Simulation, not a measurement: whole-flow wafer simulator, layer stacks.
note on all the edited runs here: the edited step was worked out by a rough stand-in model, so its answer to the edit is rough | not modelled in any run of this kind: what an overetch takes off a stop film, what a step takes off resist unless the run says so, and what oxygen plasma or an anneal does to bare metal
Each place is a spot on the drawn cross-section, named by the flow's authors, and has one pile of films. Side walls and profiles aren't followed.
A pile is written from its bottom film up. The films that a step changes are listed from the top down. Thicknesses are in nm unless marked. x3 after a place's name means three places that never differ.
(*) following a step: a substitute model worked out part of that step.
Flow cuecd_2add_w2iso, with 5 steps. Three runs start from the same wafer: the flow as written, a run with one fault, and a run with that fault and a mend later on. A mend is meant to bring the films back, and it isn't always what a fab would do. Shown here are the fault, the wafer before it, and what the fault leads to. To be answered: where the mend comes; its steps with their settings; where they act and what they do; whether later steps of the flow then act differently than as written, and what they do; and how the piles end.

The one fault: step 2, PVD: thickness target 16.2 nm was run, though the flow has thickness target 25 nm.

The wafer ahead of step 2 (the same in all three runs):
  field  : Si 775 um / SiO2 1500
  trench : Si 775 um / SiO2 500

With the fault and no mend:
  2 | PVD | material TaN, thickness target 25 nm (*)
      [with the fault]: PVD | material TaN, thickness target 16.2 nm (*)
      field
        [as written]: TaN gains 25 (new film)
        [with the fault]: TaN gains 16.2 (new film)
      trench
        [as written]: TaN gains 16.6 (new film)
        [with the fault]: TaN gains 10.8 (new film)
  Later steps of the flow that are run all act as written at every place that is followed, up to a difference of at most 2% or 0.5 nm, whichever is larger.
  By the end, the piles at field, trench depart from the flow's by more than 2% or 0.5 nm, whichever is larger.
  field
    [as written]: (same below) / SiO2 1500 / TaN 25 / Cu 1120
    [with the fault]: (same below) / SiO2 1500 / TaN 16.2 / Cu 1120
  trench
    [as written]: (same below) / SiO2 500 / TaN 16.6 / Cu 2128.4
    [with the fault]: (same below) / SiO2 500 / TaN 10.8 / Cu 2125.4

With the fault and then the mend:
  After step 2 comes the mend.
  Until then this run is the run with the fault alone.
  2a | PVD | material TaN, thickness target 8.8 nm (*) (the flow's step 2 again, with other settings)
      field
        TaN gains 8.8
      trench
        TaN gains 5.81
  Later steps of the flow that are run all act as written at every place that is followed.
  At every place that both follow, the piles at the end match the flow's.
